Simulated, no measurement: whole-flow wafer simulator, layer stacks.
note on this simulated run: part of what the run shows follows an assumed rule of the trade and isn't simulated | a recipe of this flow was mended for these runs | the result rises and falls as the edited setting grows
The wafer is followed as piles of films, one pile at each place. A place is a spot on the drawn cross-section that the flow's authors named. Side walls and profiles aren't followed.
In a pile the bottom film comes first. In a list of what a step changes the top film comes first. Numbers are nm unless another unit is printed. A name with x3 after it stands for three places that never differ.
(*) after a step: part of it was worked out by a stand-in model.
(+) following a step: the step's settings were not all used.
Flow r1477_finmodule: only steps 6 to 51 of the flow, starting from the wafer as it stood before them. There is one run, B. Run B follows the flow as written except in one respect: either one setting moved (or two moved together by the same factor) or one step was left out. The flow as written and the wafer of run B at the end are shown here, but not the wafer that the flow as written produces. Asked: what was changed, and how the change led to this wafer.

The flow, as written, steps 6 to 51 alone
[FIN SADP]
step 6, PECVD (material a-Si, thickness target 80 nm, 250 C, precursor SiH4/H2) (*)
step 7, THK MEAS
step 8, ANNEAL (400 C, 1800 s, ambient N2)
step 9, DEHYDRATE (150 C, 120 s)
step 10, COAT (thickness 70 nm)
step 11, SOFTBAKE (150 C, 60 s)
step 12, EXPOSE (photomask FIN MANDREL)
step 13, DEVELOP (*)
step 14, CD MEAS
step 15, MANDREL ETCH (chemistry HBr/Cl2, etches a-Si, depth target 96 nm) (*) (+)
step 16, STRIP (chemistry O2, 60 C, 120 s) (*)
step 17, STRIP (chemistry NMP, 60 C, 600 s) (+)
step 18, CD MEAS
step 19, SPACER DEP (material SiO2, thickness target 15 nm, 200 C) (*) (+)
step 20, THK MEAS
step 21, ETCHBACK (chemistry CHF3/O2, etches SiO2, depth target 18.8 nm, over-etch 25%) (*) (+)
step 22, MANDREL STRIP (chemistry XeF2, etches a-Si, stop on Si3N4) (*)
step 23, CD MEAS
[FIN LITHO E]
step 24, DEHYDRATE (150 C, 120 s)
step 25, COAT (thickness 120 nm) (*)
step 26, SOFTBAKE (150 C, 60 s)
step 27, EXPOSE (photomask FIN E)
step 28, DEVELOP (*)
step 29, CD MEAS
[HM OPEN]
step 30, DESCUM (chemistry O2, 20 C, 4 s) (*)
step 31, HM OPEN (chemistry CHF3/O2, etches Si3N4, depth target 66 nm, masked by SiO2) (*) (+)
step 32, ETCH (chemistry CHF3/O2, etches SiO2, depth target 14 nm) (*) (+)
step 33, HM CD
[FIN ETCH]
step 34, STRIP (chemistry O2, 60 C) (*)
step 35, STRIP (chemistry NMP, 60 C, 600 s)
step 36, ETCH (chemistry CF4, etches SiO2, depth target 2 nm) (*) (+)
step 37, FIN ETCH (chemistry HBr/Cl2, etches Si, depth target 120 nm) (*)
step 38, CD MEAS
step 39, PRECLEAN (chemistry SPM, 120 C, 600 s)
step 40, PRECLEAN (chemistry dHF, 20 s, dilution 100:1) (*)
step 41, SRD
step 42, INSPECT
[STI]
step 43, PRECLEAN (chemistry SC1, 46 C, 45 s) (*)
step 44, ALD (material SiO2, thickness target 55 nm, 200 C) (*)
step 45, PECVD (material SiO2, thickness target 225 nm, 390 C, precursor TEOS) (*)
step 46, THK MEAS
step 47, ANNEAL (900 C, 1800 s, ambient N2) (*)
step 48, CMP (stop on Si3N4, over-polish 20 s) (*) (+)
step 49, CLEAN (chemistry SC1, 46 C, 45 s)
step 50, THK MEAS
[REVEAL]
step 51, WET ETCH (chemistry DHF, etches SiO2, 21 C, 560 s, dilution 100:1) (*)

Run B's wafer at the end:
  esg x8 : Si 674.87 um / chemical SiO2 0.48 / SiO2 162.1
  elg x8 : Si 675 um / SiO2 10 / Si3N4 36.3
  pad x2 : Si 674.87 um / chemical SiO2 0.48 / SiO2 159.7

The reason: step 21, ETCHBACK: depth target 16.1 nm was run, though the flow has depth target 18.8 nm.

How this came from the change, step by step:
  step 21, ETCHBACK (chemistry CHF3/O2, etches SiO2, depth target 18.8 nm, over-etch 25%) (*) (+)
      s40cg x2, s45cg x2, s50cg x2: SiO2 loses 15 (all of it), chemical SiO2 loses 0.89 (all of it) (as written it would have been: SiO2 loses 15 (all of it), chemical SiO2 loses 0.89 (all of it), a-Si loses 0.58)
      pad x2, elg x8, esg x8, s40sg x2, s45sg x2, s50sg x2: SiO2 loses 15 (all of it), Si3N4 loses 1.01 (as written it would have been: SiO2 loses 15 (all of it), Si3N4 loses 3.62)
  step 31, HM OPEN (chemistry CHF3/O2, etches Si3N4, depth target 66 nm, masked by SiO2) (*) (+)
      pad x2, esg x8, s40sg x2, s45sg x2, s50sg x2: Si3N4 loses 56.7 (all of it), SiO2 loses 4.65 (as written it would have been: Si3N4 loses 54.1 (all of it), SiO2 loses 5.95)
  step 32, ETCH (chemistry CHF3/O2, etches SiO2, depth target 14 nm) (*) (+)
      pad x2, esg x8, s40sg x2, s45sg x2, s50sg x2: SiO2 loses 5.35 (all of it), Si loses 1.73 (as written it would have been: SiO2 loses 4.05 (all of it), Si loses 1.99)
  step 51, WET ETCH (chemistry DHF, etches SiO2, 21 C, 560 s, dilution 100:1) (*)
      elg x8: SiO2 loses 19.7 (all of it), Si3N4 loses 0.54 (as written it would have been: SiO2 loses 22.3 (all of it), Si3N4 loses 0.41)
